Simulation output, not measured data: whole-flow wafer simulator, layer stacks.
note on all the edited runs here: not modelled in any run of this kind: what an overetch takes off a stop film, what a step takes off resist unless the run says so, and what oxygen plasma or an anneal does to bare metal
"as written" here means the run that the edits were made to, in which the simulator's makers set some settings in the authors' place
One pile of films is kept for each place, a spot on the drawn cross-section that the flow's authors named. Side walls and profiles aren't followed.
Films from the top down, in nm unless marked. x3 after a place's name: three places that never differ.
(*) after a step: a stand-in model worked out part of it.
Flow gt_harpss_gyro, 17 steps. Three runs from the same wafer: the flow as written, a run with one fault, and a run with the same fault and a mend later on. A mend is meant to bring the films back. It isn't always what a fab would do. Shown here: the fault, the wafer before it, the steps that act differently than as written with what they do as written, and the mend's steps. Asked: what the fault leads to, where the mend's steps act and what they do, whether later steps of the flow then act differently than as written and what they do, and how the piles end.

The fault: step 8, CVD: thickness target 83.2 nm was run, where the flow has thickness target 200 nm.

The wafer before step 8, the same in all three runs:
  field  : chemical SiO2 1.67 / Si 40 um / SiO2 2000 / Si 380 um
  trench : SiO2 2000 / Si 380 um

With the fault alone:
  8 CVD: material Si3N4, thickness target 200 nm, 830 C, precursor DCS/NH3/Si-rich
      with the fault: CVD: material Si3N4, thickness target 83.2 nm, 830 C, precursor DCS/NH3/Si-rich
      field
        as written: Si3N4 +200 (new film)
        with the fault: Si3N4 +83.2 (new film)
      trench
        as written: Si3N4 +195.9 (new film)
        with the fault: Si3N4 +81.7 (new film)
  Later steps of the flow that act differently than as written:
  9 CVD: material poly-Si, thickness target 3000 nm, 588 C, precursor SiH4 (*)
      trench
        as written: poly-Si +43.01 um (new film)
        with the fault: poly-Si +43 um (new film)
  At the end the piles differ from the flow's by more than 2% or 0.5 nm, whichever is larger, at field, trench.
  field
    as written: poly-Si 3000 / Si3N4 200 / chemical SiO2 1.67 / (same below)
    with the fault: poly-Si 3000 / Si3N4 83.2 / chemical SiO2 1.67 / (same below)
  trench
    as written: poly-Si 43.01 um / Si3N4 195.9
    with the fault: poly-Si 43 um / Si3N4 81.7

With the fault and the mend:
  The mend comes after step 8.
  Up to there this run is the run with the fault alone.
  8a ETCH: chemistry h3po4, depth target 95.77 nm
      field
        Si3N4 -83.2 (all of it)
      trench
        Si3N4 -81.7 (all of it)
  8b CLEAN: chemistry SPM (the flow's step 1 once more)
      changes no film at any place that is followed
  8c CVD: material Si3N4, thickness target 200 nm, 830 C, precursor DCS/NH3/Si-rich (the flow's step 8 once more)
      field
        Si3N4 +200 (new film)
      trench
        Si3N4 +195.9 (new film)
  No later step of the flow acts differently than as written at any place that is followed.
  At the end the piles are the same as the flow's at every place that both follow.
